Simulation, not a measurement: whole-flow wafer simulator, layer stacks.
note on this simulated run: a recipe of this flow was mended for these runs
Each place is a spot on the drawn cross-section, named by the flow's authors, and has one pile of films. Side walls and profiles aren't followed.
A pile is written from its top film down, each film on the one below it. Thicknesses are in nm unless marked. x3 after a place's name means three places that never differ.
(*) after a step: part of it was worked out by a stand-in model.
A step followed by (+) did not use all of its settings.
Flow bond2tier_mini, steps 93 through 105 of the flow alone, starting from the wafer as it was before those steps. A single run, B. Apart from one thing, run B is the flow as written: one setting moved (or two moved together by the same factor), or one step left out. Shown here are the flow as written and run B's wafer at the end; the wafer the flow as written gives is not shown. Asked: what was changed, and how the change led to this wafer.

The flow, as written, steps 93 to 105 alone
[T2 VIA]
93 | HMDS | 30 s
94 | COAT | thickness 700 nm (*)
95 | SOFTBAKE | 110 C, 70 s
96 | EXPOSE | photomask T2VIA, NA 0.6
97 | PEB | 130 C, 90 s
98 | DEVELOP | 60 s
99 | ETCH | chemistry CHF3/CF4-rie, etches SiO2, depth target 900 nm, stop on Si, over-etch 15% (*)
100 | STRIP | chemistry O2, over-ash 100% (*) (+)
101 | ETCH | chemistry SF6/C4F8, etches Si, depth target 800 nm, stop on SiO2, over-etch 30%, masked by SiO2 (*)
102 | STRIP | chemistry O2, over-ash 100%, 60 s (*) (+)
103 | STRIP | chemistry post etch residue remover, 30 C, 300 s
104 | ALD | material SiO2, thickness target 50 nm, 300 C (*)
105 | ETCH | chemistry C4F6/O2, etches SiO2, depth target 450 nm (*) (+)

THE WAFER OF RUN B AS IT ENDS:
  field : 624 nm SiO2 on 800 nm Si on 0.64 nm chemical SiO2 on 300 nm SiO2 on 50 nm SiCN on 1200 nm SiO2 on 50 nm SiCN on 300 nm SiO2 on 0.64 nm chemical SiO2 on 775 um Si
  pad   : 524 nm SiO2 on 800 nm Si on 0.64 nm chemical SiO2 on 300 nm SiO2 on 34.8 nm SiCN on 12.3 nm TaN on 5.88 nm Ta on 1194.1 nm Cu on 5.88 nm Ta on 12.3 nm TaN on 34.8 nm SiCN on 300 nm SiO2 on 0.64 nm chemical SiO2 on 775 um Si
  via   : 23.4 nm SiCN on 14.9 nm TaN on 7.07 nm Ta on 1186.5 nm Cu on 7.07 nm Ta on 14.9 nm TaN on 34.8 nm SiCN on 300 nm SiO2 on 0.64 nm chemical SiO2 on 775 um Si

Cause: step 105, ETCH: depth target 415.7 nm was run, while the flow as written has depth target 450 nm.

How this came from the change, step by step:
  105 | ETCH | chemistry C4F6/O2, etches SiO2, depth target 450 nm (*) (+)
      field, pad: SiO2 loses 415.7 (in the flow as written it would be: SiO2 loses 450)
      via: SiO2 loses 348.1 (all of it), SiCN loses 11.4 (in the flow as written it would be: SiO2 loses 348.1 (all of it), SiCN loses 17.2)
